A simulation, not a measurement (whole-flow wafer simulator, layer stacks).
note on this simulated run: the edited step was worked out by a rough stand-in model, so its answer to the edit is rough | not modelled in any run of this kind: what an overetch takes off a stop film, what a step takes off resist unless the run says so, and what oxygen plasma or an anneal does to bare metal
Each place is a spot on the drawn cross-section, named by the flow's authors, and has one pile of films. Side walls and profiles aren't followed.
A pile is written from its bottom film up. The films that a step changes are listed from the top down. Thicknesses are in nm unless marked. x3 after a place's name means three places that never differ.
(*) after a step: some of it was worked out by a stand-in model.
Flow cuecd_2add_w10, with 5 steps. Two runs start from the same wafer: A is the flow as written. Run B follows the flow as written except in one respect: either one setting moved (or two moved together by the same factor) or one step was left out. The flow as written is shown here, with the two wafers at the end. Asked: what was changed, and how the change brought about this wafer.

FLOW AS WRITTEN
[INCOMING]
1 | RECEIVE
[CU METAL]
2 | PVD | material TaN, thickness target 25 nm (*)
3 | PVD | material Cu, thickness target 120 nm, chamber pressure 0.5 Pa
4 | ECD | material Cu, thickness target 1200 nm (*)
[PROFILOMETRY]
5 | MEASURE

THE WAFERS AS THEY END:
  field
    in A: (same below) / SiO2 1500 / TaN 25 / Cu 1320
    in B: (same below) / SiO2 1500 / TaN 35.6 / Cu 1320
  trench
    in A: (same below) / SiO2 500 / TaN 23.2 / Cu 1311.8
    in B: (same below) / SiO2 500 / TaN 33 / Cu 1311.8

What caused this: step 2, PVD: thickness target 35.6 nm was run, while the flow as written has thickness target 25 nm.
One can read it off the wafer: field has TaN 35.6, and step 2 as written asks for 25 nm.

Step by step, how the change led to this:
  2 | PVD | material TaN, thickness target 25 nm (*)
      field: A +25 TaN (new film) | B +35.6 TaN (new film)
      trench: A +23.2 TaN (new film) | B +33 TaN (new film)
